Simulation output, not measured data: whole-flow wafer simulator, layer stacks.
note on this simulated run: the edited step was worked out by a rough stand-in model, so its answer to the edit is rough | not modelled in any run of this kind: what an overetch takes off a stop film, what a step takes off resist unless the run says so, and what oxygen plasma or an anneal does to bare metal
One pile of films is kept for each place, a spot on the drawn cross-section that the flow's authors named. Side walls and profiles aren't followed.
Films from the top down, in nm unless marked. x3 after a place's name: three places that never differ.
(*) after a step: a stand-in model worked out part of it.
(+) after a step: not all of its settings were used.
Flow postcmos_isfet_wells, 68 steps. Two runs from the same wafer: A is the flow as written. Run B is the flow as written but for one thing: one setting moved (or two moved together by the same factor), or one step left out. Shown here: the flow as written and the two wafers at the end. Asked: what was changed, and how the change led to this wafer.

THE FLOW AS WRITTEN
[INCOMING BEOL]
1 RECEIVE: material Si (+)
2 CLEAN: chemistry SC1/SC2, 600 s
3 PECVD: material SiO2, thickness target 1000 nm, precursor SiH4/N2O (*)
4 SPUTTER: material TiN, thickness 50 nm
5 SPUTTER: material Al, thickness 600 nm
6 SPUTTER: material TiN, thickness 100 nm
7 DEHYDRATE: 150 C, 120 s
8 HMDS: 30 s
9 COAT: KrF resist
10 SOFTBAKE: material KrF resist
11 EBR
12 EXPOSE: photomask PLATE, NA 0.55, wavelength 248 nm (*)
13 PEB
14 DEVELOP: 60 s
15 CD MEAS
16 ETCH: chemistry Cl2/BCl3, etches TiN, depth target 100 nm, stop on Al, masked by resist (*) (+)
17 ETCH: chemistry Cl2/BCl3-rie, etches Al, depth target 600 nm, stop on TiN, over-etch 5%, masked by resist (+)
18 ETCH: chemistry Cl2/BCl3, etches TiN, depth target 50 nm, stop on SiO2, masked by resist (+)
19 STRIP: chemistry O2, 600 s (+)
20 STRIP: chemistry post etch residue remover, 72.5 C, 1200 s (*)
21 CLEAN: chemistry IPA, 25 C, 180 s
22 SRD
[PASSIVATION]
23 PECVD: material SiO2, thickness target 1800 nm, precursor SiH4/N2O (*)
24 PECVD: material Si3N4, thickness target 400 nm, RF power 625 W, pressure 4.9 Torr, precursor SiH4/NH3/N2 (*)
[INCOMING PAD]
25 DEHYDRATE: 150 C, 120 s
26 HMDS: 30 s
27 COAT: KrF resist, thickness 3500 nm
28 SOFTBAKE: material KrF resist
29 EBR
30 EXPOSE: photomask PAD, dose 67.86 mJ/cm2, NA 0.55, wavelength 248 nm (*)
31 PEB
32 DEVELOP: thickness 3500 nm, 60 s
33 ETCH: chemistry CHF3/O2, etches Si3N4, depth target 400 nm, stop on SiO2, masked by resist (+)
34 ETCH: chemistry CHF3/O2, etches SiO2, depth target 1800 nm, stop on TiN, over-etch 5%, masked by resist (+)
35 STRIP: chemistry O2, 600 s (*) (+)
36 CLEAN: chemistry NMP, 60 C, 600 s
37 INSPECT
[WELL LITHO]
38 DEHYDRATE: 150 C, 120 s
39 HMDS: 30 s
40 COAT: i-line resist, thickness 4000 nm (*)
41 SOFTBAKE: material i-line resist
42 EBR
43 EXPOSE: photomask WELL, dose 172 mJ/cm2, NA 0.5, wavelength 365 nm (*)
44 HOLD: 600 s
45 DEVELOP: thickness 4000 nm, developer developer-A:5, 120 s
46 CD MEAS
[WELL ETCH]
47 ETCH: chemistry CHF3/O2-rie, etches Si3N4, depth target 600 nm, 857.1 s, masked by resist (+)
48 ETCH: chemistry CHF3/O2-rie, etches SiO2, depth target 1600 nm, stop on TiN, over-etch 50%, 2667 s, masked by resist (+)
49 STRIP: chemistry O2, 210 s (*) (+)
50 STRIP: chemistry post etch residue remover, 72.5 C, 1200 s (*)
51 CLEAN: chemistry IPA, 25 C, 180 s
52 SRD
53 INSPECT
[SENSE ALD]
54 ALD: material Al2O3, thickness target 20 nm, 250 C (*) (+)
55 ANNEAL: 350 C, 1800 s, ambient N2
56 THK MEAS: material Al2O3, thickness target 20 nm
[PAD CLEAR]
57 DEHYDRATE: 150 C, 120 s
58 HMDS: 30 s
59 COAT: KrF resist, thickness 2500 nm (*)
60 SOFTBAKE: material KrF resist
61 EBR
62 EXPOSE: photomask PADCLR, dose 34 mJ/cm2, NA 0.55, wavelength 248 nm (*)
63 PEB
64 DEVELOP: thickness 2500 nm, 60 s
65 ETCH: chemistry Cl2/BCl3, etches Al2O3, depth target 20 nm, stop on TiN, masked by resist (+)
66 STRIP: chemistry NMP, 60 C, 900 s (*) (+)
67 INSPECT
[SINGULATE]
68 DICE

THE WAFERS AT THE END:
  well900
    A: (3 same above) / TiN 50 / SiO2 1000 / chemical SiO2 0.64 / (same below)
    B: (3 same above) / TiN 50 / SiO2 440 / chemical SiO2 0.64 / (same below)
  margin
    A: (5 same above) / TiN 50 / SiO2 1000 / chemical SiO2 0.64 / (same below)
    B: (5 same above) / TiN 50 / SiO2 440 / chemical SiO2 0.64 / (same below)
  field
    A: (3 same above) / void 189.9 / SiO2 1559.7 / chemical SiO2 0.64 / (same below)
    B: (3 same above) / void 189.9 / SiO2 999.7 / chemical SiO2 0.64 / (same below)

The cause: step 3, PECVD: thickness target 440 nm was run, where the flow has thickness target 1000 nm.
It can be read off the wafer: well900 has SiO2 440, and step 3 as written asks for 1000 nm.

How the change led to this, step by step:
  3 PECVD: material SiO2, thickness target 1000 nm, precursor SiH4/N2O (*)
      field, margin, well900, well1300 x3, pad_rim, pad_clr, pad_open: A SiO2 +1000 (new film) | B SiO2 +440 (new film)
